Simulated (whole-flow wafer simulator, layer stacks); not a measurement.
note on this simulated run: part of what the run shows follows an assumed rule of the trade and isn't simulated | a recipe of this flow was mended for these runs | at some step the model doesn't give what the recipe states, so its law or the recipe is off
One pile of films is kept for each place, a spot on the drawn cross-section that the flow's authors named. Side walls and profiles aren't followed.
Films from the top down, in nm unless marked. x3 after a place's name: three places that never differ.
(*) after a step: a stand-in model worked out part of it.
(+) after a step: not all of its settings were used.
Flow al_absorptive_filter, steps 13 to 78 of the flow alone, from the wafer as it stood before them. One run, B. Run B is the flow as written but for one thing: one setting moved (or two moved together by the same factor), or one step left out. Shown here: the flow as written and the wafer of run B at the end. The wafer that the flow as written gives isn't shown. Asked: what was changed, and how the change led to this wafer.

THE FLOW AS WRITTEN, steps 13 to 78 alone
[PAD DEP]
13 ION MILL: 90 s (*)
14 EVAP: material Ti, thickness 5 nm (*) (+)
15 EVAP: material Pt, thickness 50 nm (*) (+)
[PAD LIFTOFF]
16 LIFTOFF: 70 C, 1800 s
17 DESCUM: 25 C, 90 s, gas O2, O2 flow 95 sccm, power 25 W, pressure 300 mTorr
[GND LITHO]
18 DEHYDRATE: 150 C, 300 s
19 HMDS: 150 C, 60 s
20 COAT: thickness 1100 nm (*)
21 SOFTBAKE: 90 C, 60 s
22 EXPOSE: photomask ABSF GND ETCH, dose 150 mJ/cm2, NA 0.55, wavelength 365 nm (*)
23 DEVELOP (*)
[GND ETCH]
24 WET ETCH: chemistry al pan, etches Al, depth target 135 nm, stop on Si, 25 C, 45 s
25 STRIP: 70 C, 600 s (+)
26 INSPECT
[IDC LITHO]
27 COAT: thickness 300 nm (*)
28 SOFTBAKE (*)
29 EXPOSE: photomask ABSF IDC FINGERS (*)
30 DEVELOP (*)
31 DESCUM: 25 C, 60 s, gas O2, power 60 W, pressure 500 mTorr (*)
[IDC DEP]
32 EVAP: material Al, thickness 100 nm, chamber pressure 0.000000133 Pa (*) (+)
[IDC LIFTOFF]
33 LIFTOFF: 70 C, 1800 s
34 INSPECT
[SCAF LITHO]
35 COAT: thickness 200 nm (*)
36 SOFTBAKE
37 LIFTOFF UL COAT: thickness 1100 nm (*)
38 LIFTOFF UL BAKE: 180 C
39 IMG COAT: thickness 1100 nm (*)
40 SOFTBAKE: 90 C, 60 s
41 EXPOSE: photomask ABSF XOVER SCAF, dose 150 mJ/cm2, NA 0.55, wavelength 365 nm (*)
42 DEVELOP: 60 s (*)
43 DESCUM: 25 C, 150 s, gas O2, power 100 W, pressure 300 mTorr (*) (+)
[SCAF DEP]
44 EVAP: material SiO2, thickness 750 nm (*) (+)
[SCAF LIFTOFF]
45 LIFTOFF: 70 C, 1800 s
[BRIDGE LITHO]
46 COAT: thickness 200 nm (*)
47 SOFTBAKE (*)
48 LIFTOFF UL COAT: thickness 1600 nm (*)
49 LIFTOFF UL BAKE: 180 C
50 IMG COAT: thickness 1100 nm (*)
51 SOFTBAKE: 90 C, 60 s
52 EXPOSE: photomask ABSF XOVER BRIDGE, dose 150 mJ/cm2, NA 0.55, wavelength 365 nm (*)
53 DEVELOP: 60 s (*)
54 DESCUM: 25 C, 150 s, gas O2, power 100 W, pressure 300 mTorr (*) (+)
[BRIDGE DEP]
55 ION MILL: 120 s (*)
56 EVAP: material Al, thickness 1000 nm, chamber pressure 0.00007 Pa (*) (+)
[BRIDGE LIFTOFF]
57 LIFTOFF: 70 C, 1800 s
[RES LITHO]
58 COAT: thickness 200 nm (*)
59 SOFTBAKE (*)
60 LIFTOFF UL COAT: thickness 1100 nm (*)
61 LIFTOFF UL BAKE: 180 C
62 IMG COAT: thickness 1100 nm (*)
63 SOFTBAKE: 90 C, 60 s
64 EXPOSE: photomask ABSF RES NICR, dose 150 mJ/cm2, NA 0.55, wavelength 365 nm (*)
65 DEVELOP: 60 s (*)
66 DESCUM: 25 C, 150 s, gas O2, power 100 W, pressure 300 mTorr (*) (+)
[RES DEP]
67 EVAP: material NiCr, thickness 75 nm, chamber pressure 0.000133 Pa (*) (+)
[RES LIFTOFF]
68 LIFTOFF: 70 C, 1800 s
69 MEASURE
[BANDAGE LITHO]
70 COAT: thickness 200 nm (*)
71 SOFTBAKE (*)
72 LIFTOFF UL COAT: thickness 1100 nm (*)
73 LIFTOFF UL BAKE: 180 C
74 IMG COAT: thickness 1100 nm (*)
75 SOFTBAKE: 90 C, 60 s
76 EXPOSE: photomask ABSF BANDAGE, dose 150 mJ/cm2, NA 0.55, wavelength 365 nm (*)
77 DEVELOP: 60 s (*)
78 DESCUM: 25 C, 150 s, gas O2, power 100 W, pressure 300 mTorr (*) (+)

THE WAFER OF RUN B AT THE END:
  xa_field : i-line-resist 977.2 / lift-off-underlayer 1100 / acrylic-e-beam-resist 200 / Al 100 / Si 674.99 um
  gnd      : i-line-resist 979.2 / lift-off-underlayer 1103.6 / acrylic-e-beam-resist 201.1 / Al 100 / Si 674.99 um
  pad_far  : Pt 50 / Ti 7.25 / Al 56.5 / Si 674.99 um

The cause: step 14, EVAP: thickness 7.25 nm was run, where the flow has thickness 5 nm.
It can be read off the wafer: pad_far has Ti 7.25, and step 14 as written asks for 5 nm.

How the change led to this, step by step:
  14 EVAP: material Ti, thickness 5 nm (*) (+)
      gnd, pad_far, pad_near and 11 more: Ti +7.25 (new film) (as written it would be: Ti +5 (new film))
  16 LIFTOFF: 70 C, 1800 s
      gnd, ledge, res and 9 more: Pt -50 (all of it), Ti -7.25 (all of it), i-line-resist -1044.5 (all of it), lift-off-underlayer -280 (all of it) (as written it would be: Pt -50 (all of it), Ti -5 (all of it), i-line-resist -1044.5 (all of it), lift-off-underlayer -280 (all of it))
